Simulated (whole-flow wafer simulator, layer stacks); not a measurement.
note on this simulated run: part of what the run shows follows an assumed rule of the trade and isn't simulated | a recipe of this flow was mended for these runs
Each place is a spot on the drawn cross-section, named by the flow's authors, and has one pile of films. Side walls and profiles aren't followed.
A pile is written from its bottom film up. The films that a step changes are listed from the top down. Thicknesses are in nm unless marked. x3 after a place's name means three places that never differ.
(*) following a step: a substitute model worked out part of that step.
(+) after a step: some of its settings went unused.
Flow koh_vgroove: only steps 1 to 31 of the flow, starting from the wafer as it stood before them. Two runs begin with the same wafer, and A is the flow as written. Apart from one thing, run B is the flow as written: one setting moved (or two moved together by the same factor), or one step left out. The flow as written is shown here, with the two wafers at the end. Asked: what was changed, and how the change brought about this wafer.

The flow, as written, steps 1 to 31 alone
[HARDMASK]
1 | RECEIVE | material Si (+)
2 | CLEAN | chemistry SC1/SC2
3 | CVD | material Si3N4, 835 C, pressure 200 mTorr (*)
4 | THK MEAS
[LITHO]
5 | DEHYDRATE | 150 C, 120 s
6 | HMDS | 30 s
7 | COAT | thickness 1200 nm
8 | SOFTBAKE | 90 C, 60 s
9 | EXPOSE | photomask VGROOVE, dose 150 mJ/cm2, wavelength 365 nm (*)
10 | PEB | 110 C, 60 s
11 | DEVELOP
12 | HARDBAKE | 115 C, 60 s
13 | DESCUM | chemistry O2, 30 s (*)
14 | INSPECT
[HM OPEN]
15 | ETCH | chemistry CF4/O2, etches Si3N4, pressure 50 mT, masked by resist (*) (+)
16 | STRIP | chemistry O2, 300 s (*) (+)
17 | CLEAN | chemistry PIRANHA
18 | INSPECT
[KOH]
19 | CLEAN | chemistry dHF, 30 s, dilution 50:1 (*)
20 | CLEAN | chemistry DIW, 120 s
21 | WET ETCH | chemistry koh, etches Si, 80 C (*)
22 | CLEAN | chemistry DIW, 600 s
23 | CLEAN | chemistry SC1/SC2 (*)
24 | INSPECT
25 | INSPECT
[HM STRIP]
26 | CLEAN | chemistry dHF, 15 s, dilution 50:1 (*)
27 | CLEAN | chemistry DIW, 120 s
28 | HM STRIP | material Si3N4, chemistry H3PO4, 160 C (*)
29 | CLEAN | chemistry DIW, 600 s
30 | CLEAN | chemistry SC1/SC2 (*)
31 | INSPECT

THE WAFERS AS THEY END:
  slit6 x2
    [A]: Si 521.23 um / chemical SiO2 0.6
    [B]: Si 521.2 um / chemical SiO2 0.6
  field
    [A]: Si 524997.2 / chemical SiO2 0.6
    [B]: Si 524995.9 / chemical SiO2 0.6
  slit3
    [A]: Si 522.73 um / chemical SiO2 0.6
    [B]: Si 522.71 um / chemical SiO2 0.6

The reason: step 3, CVD: pressure 152 mTorr was run, whereas the flow has pressure 200 mTorr.

Step by step, how the change led to this:
  3 | CVD | material Si3N4, 835 C, pressure 200 mTorr (*)
      field, slit3, slit2, slit6 x2: A Si3N4 gains 200 (new film) | B Si3N4 gains 174.6 (new film)
  15 | ETCH | chemistry CF4/O2, etches Si3N4, pressure 50 mT, masked by resist (*) (+)
      slit3, slit2, slit6 x2: A Si3N4 loses 200 (all of it), chemical SiO2 loses 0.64 (all of it), Si loses 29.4 | B Si3N4 loses 174.6 (all of it), chemical SiO2 loses 0.64 (all of it), Si loses 54.7
  28 | HM STRIP | material Si3N4, chemistry H3PO4, 160 C (*)
      field: A Si3N4 loses 198.7 (all of it), chemical SiO2 loses 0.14, Si loses 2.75 | B Si3N4 loses 173.4 (all of it), chemical SiO2 loses 0.14, Si loses 4.02
